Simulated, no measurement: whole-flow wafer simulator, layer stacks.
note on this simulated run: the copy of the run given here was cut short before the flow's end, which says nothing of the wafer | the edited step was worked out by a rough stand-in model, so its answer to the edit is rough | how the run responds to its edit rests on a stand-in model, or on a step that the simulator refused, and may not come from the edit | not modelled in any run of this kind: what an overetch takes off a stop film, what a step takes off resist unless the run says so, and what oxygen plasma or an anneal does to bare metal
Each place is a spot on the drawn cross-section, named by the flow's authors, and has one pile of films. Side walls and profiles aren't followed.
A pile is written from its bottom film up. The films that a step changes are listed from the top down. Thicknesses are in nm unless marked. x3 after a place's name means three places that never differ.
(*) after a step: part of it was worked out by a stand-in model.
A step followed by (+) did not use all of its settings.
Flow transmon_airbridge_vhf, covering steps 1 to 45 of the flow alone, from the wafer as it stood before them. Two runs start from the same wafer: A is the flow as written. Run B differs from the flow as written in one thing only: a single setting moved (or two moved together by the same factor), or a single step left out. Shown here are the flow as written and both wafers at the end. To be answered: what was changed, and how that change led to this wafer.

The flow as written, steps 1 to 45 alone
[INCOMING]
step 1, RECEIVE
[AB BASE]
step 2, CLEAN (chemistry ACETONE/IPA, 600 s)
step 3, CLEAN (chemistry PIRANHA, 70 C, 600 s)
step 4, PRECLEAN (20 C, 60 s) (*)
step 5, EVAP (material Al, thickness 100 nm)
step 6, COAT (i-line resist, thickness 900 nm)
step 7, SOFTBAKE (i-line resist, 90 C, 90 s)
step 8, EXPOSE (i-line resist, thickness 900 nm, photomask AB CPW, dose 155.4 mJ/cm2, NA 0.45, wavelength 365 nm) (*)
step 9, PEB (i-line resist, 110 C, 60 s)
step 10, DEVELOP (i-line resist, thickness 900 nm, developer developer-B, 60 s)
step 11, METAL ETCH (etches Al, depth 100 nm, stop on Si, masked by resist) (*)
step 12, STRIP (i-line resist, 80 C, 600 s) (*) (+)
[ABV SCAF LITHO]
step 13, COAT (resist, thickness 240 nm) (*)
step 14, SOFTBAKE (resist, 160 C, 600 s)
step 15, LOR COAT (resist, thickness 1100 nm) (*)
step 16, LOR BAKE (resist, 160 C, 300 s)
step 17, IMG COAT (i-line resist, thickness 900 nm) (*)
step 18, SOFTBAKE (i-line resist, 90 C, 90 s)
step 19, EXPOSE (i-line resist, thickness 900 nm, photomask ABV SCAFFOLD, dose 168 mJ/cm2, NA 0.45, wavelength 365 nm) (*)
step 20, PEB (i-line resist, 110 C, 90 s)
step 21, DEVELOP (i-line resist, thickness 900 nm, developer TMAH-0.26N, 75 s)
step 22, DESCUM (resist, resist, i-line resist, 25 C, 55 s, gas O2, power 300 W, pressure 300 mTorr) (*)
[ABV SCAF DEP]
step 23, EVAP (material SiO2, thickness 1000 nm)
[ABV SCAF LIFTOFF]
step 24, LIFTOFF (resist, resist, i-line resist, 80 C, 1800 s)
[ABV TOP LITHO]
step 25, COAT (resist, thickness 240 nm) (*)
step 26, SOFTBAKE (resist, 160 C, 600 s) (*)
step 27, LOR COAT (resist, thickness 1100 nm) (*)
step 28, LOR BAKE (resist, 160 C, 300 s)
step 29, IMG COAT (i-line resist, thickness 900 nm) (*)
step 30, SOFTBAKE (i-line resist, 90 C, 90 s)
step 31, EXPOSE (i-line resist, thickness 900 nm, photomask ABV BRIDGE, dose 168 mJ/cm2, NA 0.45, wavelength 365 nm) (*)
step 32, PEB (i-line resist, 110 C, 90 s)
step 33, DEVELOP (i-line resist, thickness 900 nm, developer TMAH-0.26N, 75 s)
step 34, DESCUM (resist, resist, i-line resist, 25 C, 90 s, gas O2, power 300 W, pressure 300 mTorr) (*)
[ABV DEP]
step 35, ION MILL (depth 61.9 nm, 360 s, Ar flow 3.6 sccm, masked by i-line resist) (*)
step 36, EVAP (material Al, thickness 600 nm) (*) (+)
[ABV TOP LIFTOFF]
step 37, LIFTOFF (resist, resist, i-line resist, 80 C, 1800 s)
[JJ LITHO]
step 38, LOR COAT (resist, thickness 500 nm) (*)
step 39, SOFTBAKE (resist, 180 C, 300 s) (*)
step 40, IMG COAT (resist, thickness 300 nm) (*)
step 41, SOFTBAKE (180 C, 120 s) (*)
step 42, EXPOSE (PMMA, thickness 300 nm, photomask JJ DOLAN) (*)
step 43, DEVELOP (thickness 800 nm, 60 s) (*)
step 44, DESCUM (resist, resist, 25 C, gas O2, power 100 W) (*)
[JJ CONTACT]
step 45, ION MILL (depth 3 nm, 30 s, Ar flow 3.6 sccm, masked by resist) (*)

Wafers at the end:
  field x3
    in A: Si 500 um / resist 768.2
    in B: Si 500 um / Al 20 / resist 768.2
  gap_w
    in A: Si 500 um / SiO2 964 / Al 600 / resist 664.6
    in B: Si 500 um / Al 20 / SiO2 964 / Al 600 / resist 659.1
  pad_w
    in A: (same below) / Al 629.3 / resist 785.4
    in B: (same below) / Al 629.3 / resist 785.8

Cause: step 11, METAL ETCH: depth 80 nm was run, though the flow has depth 100 nm.

Step by step, how the change led to this:
  step 11, METAL ETCH (etches Al, depth 100 nm, stop on Si, masked by resist) (*)
      field x3, jj_line, gap_w, gap_e: A Al loses 100 (all of it) | B Al loses 80
      ground_far, pad_w, flank_w and 8 more: A i-line resist loses 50 | B i-line resist loses 40
  step 45, ION MILL (depth 3 nm, 30 s, Ar flow 3.6 sccm, masked by resist) (*)
      jj_line: A Si loses 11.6 | B Al loses 20 (all of it), Si loses 0.36
With metal films that touch counted as one body, field x3 has 1 body; the flow as written gives 0 bodies.
With metal films that touch counted as one body, gap_w has 2 bodies (between them, from the top down: SiO2 964); the flow as written gives 1 body.
